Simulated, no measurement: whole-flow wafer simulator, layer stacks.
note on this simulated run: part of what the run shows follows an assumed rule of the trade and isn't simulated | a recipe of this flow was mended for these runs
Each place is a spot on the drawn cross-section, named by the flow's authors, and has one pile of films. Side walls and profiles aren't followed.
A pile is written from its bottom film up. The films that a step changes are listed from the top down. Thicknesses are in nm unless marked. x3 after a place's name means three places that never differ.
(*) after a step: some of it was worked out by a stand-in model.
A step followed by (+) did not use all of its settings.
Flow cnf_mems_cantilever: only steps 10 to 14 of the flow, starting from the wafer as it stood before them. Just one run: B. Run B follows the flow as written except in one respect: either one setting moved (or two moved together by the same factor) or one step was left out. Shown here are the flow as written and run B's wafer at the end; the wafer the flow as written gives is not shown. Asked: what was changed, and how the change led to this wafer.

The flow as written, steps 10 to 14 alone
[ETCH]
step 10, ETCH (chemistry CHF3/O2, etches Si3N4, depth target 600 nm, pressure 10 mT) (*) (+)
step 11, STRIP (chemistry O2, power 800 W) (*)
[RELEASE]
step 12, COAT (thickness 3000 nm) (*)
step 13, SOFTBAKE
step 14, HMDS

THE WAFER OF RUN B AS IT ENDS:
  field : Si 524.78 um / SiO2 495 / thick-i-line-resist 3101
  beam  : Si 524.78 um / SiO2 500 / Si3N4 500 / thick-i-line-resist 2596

The reason: step 10, ETCH: depth target 510 nm was run, though the flow has depth target 600 nm.

Step by step, how the change led to this:
  step 10, ETCH (chemistry CHF3/O2, etches Si3N4, depth target 600 nm, pressure 10 mT) (*) (+)
      field: Si3N4 loses 500 (all of it), SiO2 loses 5 (it would be, as written: Si3N4 loses 500 (all of it), SiO2 loses 50)
      beam: KrF-resist loses 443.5 (it would be, as written: KrF-resist loses 521.7)
  step 11, STRIP (chemistry O2, power 800 W) (*)
      beam: KrF-resist loses 539.2 (all of it) (it would be, as written: KrF-resist loses 460.9 (all of it))
  step 13, SOFTBAKE
      field: thick-i-line-resist gains 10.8 (it would be, as written: thick-i-line-resist gains 11.9)
      beam: thick-i-line-resist loses 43 (it would be, as written: thick-i-line-resist loses 47.6)
